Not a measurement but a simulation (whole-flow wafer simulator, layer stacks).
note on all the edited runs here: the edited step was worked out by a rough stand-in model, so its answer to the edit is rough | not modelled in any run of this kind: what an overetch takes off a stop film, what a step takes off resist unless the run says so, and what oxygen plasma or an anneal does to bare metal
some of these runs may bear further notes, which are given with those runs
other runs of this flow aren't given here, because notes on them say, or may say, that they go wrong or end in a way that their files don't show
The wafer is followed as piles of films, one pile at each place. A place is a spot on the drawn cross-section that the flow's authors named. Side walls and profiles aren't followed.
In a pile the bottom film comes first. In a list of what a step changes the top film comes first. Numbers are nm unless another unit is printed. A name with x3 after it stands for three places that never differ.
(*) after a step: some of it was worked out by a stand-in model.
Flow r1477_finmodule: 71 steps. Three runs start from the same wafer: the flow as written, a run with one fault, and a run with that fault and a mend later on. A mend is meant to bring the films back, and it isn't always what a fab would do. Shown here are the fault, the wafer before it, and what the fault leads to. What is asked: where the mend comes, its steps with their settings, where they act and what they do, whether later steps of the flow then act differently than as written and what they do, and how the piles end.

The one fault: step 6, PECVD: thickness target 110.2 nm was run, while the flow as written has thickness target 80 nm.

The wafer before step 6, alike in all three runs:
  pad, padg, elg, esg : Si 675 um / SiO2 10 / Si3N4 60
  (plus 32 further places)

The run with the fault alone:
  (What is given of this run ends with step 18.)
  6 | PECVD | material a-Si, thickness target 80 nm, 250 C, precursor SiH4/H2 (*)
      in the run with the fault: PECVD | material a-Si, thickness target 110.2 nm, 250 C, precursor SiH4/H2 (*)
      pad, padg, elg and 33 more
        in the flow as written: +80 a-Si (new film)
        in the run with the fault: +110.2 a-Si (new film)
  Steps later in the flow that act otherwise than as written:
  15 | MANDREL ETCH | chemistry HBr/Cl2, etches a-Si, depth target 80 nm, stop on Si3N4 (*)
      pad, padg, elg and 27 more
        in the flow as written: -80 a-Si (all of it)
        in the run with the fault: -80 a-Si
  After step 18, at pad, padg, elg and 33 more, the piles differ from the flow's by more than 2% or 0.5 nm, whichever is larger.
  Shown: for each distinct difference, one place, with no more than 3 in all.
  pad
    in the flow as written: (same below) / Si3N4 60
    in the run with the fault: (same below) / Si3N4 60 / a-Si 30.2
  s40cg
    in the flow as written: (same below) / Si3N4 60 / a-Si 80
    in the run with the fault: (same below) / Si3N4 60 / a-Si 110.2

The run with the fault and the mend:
  The mend follows step 7.
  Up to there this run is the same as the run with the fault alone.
  7a | ETCH | chemistry tmah, depth target 126.7 nm
      pad, padg, elg and 33 more
        -110.2 a-Si (all of it)
  7b | PECVD | material a-Si, thickness target 80 nm, 250 C, precursor SiH4/H2 (*) (the flow's step 6, run once more)
      pad, padg, elg and 33 more
        +80 a-Si (new film)
  Every later step of the flow that is run acts as written at every place that is followed.
  At every place that both follow, the piles at the end match the flow's.
